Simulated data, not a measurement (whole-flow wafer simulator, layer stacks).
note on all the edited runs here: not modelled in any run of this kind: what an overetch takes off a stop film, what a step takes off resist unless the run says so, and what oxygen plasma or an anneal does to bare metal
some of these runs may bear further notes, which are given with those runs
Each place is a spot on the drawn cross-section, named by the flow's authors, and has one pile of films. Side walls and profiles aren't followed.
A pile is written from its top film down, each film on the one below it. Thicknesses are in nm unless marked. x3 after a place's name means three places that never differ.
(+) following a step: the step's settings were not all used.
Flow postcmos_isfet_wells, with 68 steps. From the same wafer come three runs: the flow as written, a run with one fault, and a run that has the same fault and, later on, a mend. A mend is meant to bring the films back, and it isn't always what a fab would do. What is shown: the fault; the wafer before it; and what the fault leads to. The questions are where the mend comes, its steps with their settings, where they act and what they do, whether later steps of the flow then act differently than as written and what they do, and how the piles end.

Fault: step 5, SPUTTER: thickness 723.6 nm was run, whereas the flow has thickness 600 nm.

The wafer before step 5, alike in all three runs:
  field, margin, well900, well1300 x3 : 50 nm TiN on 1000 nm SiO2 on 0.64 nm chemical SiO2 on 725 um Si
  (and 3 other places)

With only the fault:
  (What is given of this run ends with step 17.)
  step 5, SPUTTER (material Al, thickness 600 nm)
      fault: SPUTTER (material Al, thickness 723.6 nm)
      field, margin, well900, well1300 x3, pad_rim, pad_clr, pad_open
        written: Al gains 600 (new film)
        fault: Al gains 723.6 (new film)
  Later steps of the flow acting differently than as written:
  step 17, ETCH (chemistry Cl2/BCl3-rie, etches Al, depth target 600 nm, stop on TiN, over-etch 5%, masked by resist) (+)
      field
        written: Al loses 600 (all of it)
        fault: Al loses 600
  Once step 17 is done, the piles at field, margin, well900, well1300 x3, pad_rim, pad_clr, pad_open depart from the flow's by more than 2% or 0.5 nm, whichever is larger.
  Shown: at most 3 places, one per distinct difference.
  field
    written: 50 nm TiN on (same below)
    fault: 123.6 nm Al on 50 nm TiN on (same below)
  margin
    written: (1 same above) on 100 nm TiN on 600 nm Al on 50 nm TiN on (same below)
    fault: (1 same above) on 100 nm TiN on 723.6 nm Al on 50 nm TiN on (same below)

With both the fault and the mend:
  After step 5 comes the mend.
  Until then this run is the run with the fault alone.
  step 5a, ETCH (chemistry al pan, depth target 123.6 nm)
      field, margin, well900, well1300 x3, pad_rim, pad_clr, pad_open
        Al loses 123.6
  None of the later steps of the flow acts differently than as written at any place that is followed.
  The piles end the same as the flow's at every place that both follow.
